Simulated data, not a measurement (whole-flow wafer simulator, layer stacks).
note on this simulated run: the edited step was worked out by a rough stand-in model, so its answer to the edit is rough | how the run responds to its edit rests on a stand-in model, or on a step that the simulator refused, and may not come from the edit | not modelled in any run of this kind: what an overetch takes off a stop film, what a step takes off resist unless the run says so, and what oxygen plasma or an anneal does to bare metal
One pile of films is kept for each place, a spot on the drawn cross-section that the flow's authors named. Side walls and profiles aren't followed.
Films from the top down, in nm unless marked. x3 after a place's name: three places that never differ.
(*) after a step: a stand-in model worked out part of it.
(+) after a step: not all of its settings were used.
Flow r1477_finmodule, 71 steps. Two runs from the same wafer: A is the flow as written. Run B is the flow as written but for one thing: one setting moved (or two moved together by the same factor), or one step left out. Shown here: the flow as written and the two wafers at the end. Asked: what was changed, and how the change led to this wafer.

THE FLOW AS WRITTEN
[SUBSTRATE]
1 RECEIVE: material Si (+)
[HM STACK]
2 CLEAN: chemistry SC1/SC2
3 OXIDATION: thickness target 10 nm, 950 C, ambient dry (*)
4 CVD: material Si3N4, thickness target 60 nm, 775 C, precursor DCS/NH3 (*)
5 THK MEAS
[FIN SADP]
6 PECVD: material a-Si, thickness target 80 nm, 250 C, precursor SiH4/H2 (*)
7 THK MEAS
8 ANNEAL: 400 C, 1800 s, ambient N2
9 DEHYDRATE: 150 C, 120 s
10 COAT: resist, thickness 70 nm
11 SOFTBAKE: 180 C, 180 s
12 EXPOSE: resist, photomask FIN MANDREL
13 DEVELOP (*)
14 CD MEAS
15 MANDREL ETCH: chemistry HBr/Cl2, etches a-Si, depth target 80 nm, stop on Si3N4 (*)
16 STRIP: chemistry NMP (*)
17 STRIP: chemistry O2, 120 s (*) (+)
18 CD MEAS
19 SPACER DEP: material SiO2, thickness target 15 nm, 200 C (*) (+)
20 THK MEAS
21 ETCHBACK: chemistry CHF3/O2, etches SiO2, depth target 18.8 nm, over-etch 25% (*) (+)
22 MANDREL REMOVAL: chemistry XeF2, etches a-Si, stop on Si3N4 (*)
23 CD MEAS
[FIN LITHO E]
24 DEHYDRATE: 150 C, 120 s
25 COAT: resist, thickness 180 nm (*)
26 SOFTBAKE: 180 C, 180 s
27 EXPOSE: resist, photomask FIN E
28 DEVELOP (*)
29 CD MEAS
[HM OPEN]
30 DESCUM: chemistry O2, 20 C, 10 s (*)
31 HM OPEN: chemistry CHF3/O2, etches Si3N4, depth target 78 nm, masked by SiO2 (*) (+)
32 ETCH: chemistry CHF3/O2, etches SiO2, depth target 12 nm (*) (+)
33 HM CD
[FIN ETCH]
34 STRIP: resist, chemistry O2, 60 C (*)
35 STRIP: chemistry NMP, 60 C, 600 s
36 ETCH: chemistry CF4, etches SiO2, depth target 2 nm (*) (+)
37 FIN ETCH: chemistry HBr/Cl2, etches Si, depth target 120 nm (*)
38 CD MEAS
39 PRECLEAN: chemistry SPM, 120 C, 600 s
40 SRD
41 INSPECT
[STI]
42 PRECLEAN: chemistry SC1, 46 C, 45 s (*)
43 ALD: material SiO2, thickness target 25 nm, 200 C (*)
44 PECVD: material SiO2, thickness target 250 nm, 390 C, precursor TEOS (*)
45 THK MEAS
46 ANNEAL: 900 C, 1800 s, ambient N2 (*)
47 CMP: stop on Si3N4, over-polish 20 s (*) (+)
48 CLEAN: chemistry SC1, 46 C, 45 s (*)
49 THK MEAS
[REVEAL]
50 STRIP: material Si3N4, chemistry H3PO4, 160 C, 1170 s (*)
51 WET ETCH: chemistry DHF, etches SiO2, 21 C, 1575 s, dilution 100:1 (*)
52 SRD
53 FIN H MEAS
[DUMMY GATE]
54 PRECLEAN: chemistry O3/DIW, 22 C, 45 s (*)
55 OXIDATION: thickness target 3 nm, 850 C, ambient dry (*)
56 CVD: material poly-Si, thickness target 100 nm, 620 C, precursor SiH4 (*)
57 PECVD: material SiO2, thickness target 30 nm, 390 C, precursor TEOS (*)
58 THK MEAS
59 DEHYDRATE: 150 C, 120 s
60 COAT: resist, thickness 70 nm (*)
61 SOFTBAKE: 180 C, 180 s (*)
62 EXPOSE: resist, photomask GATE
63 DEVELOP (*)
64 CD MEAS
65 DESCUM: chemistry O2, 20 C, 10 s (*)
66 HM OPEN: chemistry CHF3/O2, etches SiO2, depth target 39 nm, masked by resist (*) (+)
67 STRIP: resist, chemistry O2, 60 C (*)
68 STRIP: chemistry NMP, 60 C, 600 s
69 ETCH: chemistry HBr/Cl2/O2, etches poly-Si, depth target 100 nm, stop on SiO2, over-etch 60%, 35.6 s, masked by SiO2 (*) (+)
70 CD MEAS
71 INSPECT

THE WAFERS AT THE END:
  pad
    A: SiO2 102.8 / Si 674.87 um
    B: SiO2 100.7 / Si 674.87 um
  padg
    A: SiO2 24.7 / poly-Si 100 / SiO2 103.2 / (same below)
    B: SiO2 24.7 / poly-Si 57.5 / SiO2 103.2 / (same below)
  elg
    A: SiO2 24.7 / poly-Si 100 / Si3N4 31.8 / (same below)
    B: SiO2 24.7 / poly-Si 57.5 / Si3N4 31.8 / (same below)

The cause: step 56, CVD: thickness target 57.5 nm was run, where the flow has thickness target 100 nm.
It can be read off the wafer: padg has poly-Si 57.5, and step 56 as written asks for 100 nm.

How the change led to this, step by step:
  56 CVD: material poly-Si, thickness target 100 nm, 620 C, precursor SiH4 (*)
      pad, padg, elg and 26 more: A poly-Si +100 (new film) | B poly-Si +57.5 (new film)
      s40cg, s40co: A poly-Si +113.9 (new film) | B poly-Si +69.9 (new film)
      (and at 5 more places)
  60 COAT: resist, thickness 70 nm (*)
      s45cg, s45co: A resist +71 (new film) | B resist +72.8 (new film)
      s50cg, s50co: A resist +71.5 (new film) | B resist +73.8 (new film)
  63 DEVELOP (*)
      s45co: A resist -71 (all of it) | B resist -72.8 (all of it)
      s50co: A resist -71.5 (all of it) | B resist -73.8 (all of it)
  67 STRIP: resist, chemistry O2, 60 C (*)
      s40cg: A resist -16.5 (all of it) | B resist -17.8 (all of it)
      s45cg: A resist -16.9 (all of it) | B resist -18.7 (all of it)
      (and at 1 more place)
  69 ETCH: chemistry HBr/Cl2/O2, etches poly-Si, depth target 100 nm, stop on SiO2, over-etch 60%, 35.6 s, masked by SiO2 (*) (+)
      pad, eso, e40so and 8 more: A chemical SiO2 -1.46 (all of it), poly-Si -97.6 (all of it), SiO2 -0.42 | B chemical SiO2 -1.46 (all of it), poly-Si -55.1 (all of it), SiO2 -2.55
      elo, e40lo, e100lo, e200lo: A chemical SiO2 -1.46 (all of it), poly-Si -97.6 (all of it), Si3N4 -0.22 | B chemical SiO2 -1.46 (all of it), poly-Si -55.1 (all of it), Si3N4 -4.09
      (and at 3 more places)
